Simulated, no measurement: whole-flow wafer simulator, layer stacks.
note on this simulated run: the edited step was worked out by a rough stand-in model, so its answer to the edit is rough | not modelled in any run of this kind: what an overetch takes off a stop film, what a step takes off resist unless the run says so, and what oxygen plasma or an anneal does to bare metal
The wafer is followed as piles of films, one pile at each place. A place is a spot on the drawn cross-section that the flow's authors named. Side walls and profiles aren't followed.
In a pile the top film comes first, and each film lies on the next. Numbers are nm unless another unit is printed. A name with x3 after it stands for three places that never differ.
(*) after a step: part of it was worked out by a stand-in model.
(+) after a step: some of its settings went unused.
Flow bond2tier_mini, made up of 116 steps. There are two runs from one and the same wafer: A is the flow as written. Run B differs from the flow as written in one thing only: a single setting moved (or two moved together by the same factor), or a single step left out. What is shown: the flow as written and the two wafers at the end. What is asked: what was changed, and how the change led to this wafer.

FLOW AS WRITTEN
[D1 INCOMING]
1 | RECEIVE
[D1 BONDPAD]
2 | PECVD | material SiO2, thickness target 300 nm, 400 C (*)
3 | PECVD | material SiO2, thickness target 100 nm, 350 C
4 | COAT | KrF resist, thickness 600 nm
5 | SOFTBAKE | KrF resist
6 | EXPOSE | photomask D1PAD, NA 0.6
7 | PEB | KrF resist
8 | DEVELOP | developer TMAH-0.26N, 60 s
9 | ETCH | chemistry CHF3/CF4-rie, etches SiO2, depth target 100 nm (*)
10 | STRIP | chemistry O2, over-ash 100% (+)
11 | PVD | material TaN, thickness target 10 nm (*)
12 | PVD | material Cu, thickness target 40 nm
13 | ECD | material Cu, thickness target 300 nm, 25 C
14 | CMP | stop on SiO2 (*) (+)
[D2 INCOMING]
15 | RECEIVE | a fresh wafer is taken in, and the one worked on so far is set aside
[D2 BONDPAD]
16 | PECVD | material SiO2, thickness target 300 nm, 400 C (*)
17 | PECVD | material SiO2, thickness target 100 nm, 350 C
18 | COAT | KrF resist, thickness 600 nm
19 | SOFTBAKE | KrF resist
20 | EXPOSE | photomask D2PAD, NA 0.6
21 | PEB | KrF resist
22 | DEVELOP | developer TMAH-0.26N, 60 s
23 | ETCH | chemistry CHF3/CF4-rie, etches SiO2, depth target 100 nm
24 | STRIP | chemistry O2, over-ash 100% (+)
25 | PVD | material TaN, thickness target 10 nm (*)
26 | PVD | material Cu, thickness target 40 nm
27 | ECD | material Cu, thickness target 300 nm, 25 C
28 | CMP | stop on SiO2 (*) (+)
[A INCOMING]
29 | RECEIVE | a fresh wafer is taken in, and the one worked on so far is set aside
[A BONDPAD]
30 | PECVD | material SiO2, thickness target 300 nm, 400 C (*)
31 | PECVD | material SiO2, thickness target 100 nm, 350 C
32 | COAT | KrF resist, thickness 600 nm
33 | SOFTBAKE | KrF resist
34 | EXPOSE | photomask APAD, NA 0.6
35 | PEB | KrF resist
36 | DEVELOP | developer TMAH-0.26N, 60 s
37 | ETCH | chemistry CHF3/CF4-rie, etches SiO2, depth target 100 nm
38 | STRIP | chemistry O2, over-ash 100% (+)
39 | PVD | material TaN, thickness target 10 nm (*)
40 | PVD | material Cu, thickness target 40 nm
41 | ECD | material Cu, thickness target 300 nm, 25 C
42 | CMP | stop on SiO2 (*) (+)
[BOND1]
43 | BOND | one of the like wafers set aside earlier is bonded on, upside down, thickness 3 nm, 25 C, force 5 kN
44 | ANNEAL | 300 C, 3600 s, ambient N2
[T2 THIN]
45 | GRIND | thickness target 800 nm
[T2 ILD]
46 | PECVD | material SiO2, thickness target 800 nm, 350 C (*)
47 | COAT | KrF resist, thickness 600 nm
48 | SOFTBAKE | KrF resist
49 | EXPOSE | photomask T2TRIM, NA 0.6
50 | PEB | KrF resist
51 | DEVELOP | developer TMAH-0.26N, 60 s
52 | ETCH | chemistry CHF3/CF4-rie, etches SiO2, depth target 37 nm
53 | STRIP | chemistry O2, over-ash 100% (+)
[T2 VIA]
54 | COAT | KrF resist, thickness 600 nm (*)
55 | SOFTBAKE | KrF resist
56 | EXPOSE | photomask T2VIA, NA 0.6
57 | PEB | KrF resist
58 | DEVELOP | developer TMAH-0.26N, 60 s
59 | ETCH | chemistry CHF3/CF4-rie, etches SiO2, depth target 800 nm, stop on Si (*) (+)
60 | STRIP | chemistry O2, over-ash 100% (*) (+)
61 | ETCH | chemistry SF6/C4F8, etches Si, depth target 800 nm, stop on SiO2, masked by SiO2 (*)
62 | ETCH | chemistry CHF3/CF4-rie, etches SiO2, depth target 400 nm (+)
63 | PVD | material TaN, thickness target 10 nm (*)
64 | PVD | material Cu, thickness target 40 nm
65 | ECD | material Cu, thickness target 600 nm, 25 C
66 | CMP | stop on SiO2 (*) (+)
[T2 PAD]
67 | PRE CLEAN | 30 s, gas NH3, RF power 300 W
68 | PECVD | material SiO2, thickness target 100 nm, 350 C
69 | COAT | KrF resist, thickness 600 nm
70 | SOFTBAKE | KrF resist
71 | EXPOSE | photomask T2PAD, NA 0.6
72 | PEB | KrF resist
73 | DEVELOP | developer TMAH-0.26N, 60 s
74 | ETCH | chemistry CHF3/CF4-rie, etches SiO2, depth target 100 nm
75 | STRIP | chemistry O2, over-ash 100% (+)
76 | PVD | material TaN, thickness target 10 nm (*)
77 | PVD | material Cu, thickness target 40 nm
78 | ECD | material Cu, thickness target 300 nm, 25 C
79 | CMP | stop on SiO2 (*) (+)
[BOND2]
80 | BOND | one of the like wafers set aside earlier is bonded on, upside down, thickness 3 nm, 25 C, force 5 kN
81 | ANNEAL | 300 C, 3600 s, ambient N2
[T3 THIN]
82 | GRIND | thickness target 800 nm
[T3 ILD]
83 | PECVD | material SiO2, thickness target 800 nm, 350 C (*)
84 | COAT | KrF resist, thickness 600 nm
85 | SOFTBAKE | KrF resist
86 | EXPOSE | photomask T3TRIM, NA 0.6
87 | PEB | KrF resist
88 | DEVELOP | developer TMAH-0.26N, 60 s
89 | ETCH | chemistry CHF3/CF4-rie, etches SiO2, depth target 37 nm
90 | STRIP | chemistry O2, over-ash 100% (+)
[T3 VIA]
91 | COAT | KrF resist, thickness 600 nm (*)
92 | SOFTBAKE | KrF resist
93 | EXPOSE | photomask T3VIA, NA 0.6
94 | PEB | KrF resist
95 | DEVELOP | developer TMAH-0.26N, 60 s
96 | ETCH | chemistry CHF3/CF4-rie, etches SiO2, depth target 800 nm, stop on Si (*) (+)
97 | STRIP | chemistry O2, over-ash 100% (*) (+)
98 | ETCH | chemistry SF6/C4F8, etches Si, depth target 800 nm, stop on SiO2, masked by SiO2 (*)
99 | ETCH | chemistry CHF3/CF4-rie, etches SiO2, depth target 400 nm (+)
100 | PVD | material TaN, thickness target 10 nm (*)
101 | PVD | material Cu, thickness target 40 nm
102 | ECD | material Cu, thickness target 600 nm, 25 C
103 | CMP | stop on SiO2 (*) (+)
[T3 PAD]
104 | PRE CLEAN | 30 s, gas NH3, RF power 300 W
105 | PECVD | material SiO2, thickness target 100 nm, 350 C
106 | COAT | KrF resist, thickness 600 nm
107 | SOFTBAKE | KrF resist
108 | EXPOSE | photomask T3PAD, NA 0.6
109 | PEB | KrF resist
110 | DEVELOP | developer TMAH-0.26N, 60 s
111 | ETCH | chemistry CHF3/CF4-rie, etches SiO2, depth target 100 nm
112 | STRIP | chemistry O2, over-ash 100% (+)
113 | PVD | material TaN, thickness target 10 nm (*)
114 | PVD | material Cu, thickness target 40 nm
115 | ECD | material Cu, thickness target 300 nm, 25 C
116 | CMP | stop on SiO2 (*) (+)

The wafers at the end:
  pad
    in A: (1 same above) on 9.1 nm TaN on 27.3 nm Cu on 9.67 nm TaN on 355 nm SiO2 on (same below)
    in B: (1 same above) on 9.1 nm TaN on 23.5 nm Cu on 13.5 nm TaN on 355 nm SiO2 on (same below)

What caused this: step 100, PVD: thickness target 14 nm was run, though the flow has thickness target 10 nm.

Step by step, how the change led to this:
  100 | PVD | material TaN, thickness target 10 nm (*)
      field: A TaN gains 10 (new film) | B TaN gains 14 (new film)
      pad: A TaN gains 9.67 (new film) | B TaN gains 13.5 (new film)
  103 | CMP | stop on SiO2 (*) (+)
      field: A Cu loses 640 (all of it), TaN loses 10 (all of it) | B Cu loses 640 (all of it), TaN loses 14 (all of it)
